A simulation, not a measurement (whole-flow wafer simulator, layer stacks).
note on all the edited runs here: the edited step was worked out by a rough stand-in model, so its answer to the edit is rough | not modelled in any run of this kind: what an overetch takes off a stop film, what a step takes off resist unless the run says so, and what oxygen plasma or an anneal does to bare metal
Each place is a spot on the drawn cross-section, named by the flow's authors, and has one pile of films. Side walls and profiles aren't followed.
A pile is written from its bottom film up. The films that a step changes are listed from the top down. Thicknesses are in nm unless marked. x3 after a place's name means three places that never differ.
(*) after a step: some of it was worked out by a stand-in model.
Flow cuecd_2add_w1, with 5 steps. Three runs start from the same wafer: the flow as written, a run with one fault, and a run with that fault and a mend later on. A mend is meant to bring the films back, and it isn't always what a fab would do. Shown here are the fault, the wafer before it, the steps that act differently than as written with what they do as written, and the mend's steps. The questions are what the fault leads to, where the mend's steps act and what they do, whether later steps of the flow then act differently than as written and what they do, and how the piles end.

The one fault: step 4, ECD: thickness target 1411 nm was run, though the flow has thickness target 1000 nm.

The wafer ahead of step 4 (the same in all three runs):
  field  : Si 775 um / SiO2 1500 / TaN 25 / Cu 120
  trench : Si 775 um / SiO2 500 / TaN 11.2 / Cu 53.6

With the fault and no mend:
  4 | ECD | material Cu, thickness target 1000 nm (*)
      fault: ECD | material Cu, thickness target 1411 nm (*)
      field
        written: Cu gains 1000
        fault: Cu gains 1411
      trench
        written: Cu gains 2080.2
        fault: Cu gains 2491.2
  None of the later steps of the flow acts differently than as written at any place that is followed.
  The piles end different from the flow's at field, trench by more than 2% or 0.5 nm, whichever is larger.
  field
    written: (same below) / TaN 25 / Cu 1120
    fault: (same below) / TaN 25 / Cu 1531
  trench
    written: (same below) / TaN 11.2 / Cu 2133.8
    fault: (same below) / TaN 11.2 / Cu 2544.8

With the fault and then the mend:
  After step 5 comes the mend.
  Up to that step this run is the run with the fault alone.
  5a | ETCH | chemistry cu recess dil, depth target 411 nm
      field, trench
        Cu loses 411
  None of the later steps of the flow acts differently than as written at any place that is followed.
  The piles end the same as the flow's at every place that both follow.
